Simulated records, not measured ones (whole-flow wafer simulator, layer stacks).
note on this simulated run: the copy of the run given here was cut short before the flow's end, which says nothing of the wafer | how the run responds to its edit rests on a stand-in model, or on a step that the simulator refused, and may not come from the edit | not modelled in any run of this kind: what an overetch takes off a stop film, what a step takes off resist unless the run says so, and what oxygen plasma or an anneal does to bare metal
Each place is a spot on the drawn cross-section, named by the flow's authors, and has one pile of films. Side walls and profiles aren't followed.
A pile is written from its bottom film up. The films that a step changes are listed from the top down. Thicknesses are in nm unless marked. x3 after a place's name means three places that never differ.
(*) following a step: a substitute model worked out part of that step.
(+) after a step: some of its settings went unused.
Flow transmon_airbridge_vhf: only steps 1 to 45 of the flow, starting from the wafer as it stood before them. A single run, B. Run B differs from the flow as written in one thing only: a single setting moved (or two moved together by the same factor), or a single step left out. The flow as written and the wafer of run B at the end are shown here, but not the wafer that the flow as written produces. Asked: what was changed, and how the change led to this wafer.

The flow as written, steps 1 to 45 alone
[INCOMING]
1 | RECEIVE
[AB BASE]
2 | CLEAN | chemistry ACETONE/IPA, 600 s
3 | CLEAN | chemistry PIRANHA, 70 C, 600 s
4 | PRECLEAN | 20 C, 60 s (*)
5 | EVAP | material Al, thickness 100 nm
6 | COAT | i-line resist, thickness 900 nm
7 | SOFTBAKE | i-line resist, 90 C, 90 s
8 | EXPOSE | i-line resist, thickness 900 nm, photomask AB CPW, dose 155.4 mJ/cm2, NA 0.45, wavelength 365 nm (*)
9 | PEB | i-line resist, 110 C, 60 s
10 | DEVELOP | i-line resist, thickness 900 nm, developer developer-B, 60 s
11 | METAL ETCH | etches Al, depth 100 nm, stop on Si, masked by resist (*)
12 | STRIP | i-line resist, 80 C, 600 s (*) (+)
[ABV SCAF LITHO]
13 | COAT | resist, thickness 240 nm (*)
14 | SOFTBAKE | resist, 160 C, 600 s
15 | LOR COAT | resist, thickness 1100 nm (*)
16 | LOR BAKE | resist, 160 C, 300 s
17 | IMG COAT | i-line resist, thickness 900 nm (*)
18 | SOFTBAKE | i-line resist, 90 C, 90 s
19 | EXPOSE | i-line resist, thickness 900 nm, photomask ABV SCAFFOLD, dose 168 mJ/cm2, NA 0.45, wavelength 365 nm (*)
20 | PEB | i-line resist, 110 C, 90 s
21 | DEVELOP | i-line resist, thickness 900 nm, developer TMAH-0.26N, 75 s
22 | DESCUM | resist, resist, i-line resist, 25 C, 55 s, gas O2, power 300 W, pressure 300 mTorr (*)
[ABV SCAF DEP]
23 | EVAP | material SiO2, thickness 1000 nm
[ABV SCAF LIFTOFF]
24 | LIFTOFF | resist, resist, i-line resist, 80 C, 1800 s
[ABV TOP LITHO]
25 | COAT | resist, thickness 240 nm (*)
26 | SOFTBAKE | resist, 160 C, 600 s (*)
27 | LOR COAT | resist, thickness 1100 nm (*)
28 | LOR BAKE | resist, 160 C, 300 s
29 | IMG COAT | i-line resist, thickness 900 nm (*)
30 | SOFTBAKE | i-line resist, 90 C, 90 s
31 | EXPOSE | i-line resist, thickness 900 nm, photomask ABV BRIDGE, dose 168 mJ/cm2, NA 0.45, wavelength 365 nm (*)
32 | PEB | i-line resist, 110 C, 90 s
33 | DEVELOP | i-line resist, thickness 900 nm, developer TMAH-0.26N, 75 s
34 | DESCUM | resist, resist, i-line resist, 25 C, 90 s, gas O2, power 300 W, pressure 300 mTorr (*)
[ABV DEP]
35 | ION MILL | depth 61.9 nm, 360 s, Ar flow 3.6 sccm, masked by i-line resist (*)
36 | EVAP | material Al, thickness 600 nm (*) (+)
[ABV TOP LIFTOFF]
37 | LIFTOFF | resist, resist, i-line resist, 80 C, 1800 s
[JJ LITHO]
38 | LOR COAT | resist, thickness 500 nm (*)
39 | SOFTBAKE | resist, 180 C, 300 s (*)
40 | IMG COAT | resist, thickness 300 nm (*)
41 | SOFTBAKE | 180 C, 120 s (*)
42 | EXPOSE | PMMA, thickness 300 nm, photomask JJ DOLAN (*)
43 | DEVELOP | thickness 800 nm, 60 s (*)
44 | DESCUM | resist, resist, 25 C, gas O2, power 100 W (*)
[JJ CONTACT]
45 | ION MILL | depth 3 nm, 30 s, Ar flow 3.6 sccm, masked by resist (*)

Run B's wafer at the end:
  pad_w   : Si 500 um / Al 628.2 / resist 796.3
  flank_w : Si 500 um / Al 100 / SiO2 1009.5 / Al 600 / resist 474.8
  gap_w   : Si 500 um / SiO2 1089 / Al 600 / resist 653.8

Cause: step 23, EVAP: thickness 1125 nm was run, whereas the flow has thickness 1000 nm.

The path from the change to this, step by step:
  23 | EVAP | material SiO2, thickness 1000 nm
      field x3, jj_line, ground_far and 10 more: SiO2 gains 1125 (new film) (it would be, as written: SiO2 gains 1000 (new film))
      flank_w, flank_e: SiO2 gains 1045.5 (new film) (it would be, as written: SiO2 gains 929.3 (new film))
  24 | LIFTOFF | resist, resist, i-line resist, 80 C, 1800 s
      field x3, jj_line, trace_open_s x2: SiO2 loses 1125 (all of it), i-line resist loses 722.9 (all of it), resist loses 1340 (all of it) (it would be, as written: SiO2 loses 1000 (all of it), i-line resist loses 722.9 (all of it), resist loses 1340 (all of it))
      pad_w, pad_e: SiO2 loses 1125 (all of it), i-line resist loses 718 (all of it), resist loses 1330.2 (all of it) (it would be, as written: SiO2 loses 1000 (all of it), i-line resist loses 718 (all of it), resist loses 1330.2 (all of it))
      (also at 1 further place)
  25 | COAT | resist, thickness 240 nm (*)
      flank_w, flank_e: resist gains 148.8 (new film) (it would be, as written: resist gains 152.6 (new film))
      gap_w, gap_e: resist gains 205.3 (new film) (it would be, as written: resist gains 210.7 (new film))
      (also at 4 further places)
  27 | LOR COAT | resist, thickness 1100 nm (*)
      margin_s, margin_n: resist gains 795 (it would be, as written: resist gains 823.4)
      flank_w: resist gains 793.2 (it would be, as written: resist gains 822.6)
      (also at 2 further places)
  29 | IMG COAT | i-line resist, thickness 900 nm (*)
      gap_w, gap_e: i-line resist gains 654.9 (new film) (it would be, as written: i-line resist gains 681.7 (new film))
      margin_s, margin_n: i-line resist gains 563.5 (new film) (it would be, as written: i-line resist gains 603.2 (new film))
      (also at 4 further places)
  32 | PEB | i-line resist, 110 C, 90 s
      flank_w, flank_e: i-line resist loses 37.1 (it would be, as written: i-line resist loses 38.3)
      gap_w, gap_e: i-line resist loses 33.3 (it would be, as written: i-line resist loses 34.7)
      (also at 4 further places)
  33 | DEVELOP | i-line resist, thickness 900 nm, developer TMAH-0.26N, 75 s
      gap_w, gap_e: i-line resist loses 621.6 (all of it), resist loses 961 (it would be, as written: i-line resist loses 646.9 (all of it), resist loses 977.8)
      flank_w: i-line resist loses 689.2 (all of it), resist loses 793.2 (it would be, as written: i-line resist loses 710.9 (all of it), resist loses 822.6)
      (also at 3 further places)
  34 | DESCUM | resist, resist, i-line resist, 25 C, 90 s, gas O2, power 300 W, pressure 300 mTorr (*)
      flank_w, flank_e: resist loses 148.8 (all of it) (it would be, as written: resist loses 152.6 (all of it))
      gap_w, gap_e: resist loses 205.3 (all of it) (it would be, as written: resist loses 210.7 (all of it))
      (also at 2 further places)
  37 | LIFTOFF | resist, resist, i-line resist, 80 C, 1800 s
      margin_s, margin_n: Al loses 600 (all of it), i-line resist loses 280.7 (all of it), resist loses 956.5 (all of it) (it would be, as written: Al loses 600 (all of it), i-line resist loses 318.3 (all of it), resist loses 992 (all of it))
      ground_far: Al loses 600 (all of it), i-line resist loses 733.1 (all of it), resist loses 1388.4 (all of it) (it would be, as written: Al loses 600 (all of it), i-line resist loses 717.9 (all of it), resist loses 1384.9 (all of it))
  38 | LOR COAT | resist, thickness 500 nm (*)
      flank_w, flank_e: resist gains 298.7 (new film) (it would be, as written: resist gains 306.5 (new film))
      margin_s, margin_n: resist gains 436.3 (new film) (it would be, as written: resist gains 445.3 (new film))
  40 | IMG COAT | resist, thickness 300 nm (*)
      gap_w, gap_e: resist gains 240.4 (it would be, as written: resist gains 245.7)
      margin_s, margin_n: resist gains 240.9 (it would be, as written: resist gains 248.7)
      (also at 1 further place)
